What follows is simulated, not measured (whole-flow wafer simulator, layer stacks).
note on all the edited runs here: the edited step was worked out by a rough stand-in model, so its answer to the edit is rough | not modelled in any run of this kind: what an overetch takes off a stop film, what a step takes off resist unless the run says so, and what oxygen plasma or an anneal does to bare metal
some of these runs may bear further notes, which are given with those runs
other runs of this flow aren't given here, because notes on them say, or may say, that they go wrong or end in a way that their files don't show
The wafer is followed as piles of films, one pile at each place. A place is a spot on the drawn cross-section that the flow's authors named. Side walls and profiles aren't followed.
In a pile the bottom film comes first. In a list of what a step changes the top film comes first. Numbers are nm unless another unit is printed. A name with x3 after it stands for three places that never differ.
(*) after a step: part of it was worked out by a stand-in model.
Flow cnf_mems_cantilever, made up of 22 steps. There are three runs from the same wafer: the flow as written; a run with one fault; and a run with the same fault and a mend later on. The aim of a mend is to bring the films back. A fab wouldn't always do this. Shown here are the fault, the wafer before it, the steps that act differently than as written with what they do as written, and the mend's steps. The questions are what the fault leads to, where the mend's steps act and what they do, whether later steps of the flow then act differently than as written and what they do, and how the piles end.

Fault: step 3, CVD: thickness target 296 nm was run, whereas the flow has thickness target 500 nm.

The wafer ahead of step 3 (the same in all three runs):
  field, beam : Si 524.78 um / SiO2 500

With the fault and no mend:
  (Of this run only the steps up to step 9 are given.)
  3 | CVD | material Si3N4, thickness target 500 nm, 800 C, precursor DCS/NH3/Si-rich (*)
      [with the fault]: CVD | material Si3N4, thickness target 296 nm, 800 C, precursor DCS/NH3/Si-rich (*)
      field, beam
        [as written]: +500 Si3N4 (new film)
        [with the fault]: +296 Si3N4 (new film)
  None of the later steps of the flow up to step 9 acts differently than as written at any place that is followed.
  Once step 9 is done, the piles at field, beam depart from the flow's by more than 2% or 0.5 nm, whichever is larger.
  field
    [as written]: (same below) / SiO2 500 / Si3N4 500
    [with the fault]: (same below) / SiO2 500 / Si3N4 296
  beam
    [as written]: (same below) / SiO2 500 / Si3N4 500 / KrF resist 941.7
    [with the fault]: (same below) / SiO2 500 / Si3N4 296 / KrF resist 941.7

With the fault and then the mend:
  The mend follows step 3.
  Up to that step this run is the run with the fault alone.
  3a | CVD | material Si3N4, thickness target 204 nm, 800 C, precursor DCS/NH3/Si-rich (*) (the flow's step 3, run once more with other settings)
      field, beam
        +204 Si3N4
  None of the later steps of the flow acts differently than as written at any place that is followed.
  By the end, the piles equal the flow's at every place that both follow.
